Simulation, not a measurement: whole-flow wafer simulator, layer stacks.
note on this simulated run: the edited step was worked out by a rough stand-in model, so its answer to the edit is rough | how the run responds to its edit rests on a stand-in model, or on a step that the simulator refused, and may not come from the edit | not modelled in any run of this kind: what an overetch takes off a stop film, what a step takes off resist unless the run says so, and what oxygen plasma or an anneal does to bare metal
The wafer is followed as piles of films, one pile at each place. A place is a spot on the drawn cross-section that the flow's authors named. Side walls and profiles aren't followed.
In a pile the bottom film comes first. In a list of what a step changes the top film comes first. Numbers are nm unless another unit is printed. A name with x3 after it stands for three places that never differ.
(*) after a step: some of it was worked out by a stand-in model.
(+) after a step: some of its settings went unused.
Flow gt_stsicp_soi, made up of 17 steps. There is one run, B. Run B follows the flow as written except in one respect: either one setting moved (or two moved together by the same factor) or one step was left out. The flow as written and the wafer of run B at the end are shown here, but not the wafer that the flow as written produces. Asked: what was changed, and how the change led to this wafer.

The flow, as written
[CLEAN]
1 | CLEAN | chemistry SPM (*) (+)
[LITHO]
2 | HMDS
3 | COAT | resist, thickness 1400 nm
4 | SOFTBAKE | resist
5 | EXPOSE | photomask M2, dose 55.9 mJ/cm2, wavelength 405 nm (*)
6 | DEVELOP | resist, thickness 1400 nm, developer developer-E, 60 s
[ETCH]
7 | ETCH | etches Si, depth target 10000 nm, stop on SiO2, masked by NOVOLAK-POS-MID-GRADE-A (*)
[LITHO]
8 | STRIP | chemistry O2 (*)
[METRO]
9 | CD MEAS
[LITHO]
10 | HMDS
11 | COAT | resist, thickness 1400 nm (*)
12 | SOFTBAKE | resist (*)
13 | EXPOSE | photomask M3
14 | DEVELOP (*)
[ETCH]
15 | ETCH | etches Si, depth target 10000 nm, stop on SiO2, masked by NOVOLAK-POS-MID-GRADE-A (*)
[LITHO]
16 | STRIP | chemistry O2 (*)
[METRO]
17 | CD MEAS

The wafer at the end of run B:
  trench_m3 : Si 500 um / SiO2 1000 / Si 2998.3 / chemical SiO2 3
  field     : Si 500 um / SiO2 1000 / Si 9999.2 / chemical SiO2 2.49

Cause: step 15, ETCH: depth target 7000 nm was run, though the flow has depth target 10000 nm.

The path from the change to this, step by step:
  15 | ETCH | etches Si, depth target 10000 nm, stop on SiO2, masked by NOVOLAK-POS-MID-GRADE-A (*)
      trench_m3: -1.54 chemical SiO2 (all of it), -7000 Si (in the flow as written it would be: -1.54 chemical SiO2 (all of it), -9999.6 Si (all of it))
      field, trench_m2: -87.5 resist (in the flow as written it would be: -125 resist)
  16 | STRIP | chemistry O2 (*)
      trench_m3: +3 chemical SiO2 (new film), -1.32 Si (in the flow as written it would be: nothing)
      field: -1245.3 resist (all of it), +0.94 chemical SiO2, -0.41 Si (in the flow as written it would be: -1207.8 resist (all of it), +0.94 chemical SiO2, -0.41 Si)
